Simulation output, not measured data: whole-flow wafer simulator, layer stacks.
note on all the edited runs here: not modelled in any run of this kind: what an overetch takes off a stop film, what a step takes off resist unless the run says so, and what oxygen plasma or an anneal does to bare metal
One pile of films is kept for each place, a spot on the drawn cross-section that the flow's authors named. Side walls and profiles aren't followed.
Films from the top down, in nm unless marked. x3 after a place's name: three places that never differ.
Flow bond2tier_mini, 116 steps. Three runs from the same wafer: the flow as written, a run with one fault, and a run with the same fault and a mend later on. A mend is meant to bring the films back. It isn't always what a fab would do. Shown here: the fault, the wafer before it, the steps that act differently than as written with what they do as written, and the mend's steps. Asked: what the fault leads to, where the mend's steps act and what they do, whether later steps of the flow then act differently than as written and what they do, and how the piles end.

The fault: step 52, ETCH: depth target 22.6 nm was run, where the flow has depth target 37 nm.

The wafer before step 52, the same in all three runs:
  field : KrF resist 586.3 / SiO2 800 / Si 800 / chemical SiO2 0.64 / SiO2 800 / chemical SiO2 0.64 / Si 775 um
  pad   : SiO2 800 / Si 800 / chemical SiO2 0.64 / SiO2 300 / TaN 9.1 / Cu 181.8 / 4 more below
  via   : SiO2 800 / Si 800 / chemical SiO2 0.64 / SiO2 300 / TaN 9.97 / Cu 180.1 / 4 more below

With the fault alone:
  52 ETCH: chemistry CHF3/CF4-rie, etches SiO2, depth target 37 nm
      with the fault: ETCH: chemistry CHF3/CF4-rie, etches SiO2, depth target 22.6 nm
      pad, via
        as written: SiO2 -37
        with the fault: SiO2 -22.6
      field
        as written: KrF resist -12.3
        with the fault: KrF resist -7.53
  Later steps of the flow that act differently than as written (7 more steps differ only slightly, by at most 2% or 0.5 nm, whichever is larger, and aren't shown):
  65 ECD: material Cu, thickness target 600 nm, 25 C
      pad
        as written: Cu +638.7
        with the fault: Cu +623.6
  At the end the piles differ from the flow's by more than 2% or 0.5 nm, whichever is larger, at pad.
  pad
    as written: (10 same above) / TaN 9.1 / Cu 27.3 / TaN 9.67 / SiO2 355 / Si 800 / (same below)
    with the fault: (10 same above) / TaN 9.1 / Cu 12.8 / TaN 9.8 / SiO2 369.4 / Si 800 / (same below)

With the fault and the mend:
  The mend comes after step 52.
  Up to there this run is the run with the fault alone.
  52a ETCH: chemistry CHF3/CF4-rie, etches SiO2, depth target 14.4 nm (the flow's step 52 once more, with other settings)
      pad, via
        SiO2 -14.4
      field
        KrF resist -4.8
  No later step of the flow acts differently than as written at any place that is followed.
  At the end the piles are the same as the flow's at every place that both follow.
